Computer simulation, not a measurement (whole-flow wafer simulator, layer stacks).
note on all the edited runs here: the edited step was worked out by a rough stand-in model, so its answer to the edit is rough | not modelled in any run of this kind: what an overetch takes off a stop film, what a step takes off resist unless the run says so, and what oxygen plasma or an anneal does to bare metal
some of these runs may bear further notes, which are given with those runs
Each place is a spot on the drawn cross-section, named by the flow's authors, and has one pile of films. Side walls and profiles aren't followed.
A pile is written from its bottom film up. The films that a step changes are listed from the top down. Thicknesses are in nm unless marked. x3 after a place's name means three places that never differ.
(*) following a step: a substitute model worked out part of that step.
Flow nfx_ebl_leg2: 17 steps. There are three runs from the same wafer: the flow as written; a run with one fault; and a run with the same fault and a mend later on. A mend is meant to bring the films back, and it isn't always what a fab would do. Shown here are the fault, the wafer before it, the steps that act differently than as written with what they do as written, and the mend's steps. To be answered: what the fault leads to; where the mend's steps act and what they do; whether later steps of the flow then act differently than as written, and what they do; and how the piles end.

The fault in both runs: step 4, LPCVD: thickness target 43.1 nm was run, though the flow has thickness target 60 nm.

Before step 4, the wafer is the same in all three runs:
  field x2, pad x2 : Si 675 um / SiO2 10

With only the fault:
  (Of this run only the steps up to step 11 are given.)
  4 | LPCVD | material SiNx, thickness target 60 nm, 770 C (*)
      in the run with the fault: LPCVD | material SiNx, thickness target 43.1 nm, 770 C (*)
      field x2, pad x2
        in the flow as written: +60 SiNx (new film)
        in the run with the fault: +43.1 SiNx (new film)
  Later steps of the flow up to step 11 that are run all act as written at every place that is followed.
  The piles after step 11 differ from the flow's at field x2, pad x2 by more than 2% or 0.5 nm, whichever is larger.
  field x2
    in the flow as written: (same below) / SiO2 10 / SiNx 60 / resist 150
    in the run with the fault: (same below) / SiO2 10 / SiNx 43.1 / resist 150
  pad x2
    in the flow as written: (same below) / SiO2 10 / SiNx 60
    in the run with the fault: (same below) / SiO2 10 / SiNx 43.1

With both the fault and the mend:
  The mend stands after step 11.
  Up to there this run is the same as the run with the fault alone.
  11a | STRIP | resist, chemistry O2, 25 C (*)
      field x2
        -150 resist (all of it)
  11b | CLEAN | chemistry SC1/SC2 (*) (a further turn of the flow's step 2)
      does not change any film at any place that is followed
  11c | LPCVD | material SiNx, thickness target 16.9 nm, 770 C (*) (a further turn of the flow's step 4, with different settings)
      field x2, pad x2
        +16.9 SiNx
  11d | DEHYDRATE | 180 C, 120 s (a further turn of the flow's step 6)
      does not change any film at any place that is followed
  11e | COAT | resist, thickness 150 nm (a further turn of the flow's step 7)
      field x2, pad x2
        +150 resist (new film)
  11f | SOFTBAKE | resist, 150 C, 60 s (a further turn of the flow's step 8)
      does not change any film at any place that is followed
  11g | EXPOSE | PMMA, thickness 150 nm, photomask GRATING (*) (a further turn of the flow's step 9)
      does not change any film at any place that is followed
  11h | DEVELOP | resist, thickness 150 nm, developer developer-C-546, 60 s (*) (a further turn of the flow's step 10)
      pad x2
        -150 resist (all of it)
  Later steps of the flow that are run all act as written at every place that is followed.
  By the end, the piles equal the flow's at every place that both follow.
